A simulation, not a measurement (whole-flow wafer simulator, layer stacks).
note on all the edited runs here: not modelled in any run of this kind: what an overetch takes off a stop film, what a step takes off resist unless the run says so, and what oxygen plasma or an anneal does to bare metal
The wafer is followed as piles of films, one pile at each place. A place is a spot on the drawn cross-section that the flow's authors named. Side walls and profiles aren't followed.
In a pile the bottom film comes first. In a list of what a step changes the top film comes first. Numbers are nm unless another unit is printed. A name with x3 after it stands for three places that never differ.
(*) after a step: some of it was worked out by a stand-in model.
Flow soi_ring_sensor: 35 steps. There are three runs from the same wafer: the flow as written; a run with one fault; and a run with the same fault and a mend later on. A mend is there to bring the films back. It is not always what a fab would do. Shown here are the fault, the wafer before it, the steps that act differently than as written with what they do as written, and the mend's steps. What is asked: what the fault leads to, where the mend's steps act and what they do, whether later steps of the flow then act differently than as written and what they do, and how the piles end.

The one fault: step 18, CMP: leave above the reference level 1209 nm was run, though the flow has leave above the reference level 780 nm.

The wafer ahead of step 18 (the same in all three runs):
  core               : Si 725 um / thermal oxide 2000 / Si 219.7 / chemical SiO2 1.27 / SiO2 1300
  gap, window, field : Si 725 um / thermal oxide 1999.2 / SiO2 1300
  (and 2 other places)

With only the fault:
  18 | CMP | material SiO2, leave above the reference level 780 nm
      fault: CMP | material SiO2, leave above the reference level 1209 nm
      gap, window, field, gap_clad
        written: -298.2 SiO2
        fault: nothing
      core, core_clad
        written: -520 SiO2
        fault: -91 SiO2
  Steps further on in the flow that do not act as written (1 other step is not shown; it differs only slightly, by no more than 2% or 0.5 nm, whichever is larger):
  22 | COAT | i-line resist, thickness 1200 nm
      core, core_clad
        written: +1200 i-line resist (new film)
        fault: +1086.7 i-line resist (new film)
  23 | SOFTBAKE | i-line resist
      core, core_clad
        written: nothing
        fault: -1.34 i-line resist
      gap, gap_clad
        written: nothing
        fault: -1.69 i-line resist
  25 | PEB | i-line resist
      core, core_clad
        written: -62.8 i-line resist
        fault: -56.6 i-line resist
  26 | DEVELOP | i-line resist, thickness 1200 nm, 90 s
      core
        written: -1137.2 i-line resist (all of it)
        fault: -1028.8 i-line resist (all of it)
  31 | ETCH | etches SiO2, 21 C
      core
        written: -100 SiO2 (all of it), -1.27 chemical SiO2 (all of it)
        fault: -462 SiO2
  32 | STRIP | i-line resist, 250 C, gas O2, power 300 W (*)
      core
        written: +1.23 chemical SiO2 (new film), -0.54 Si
        fault: nothing
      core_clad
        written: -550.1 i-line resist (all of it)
        fault: -441.9 i-line resist (all of it)
  The piles end different from the flow's at core, field, core_clad by more than 2% or 0.5 nm, whichever is larger.
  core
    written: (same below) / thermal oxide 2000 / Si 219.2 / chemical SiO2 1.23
    fault: (same below) / thermal oxide 2000 / Si 219.7 / chemical SiO2 1.27 / SiO2 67
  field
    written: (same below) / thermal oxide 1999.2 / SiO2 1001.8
    fault: (same below) / thermal oxide 1999.2 / SiO2 1300
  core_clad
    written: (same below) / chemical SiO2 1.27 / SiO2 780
    fault: (same below) / chemical SiO2 1.27 / SiO2 1209

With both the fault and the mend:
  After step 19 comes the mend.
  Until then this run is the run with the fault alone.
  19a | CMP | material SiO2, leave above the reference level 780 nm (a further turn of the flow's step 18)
      gap, window, field, gap_clad
        -298.2 SiO2
      core, core_clad
        -429 SiO2
  Every later step of the flow that is run acts as written at every place that is followed.
  At every place that both follow, the piles at the end match the flow's.
